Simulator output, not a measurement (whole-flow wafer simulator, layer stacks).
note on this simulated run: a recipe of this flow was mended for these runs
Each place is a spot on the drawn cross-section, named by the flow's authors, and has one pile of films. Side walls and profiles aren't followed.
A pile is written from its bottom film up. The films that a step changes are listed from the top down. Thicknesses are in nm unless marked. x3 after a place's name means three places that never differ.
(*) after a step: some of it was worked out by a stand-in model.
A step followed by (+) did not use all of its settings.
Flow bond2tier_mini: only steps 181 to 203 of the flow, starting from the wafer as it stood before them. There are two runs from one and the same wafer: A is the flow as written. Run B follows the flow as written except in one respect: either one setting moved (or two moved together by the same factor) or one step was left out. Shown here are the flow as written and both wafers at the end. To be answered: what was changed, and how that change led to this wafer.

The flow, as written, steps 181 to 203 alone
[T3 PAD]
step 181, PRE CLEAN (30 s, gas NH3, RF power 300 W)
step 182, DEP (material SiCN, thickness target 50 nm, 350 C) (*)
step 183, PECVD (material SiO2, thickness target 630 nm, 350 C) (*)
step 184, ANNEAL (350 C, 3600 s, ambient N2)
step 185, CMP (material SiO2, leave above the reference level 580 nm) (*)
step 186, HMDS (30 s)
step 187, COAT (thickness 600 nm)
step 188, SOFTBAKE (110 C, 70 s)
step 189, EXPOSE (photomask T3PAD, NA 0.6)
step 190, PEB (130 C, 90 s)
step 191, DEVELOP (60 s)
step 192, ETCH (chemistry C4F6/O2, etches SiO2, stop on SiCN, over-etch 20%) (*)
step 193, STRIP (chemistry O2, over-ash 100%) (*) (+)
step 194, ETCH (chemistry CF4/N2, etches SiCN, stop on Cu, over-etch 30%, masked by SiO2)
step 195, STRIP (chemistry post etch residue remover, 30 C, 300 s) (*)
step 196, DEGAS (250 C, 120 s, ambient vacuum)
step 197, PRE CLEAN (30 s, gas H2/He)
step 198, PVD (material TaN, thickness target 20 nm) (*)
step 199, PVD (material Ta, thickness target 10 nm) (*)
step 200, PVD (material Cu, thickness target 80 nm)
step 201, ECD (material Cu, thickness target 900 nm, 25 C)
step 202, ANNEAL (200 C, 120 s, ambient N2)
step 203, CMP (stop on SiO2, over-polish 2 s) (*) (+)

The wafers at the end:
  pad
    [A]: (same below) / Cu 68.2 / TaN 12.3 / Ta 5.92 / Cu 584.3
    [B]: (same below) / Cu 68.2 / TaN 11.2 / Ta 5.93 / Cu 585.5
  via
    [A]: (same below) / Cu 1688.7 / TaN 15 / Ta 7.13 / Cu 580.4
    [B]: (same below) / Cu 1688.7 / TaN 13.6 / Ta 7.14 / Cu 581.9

Cause: step 198, PVD: thickness target 18.1 nm was run, whereas the flow has thickness target 20 nm.

How this came from the change, step by step:
  step 198, PVD (material TaN, thickness target 20 nm) (*)
      field: A TaN gains 20 (new film) | B TaN gains 18.1 (new film)
      pad: A TaN gains 12.3 (new film) | B TaN gains 11.2 (new film)
      (as well as at 1 more place)
  step 203, CMP (stop on SiO2, over-polish 2 s) (*) (+)
      field: A Cu loses 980 (all of it), Ta loses 10 (all of it), TaN loses 20 (all of it) | B Cu loses 980 (all of it), Ta loses 10 (all of it), TaN loses 18.1 (all of it)
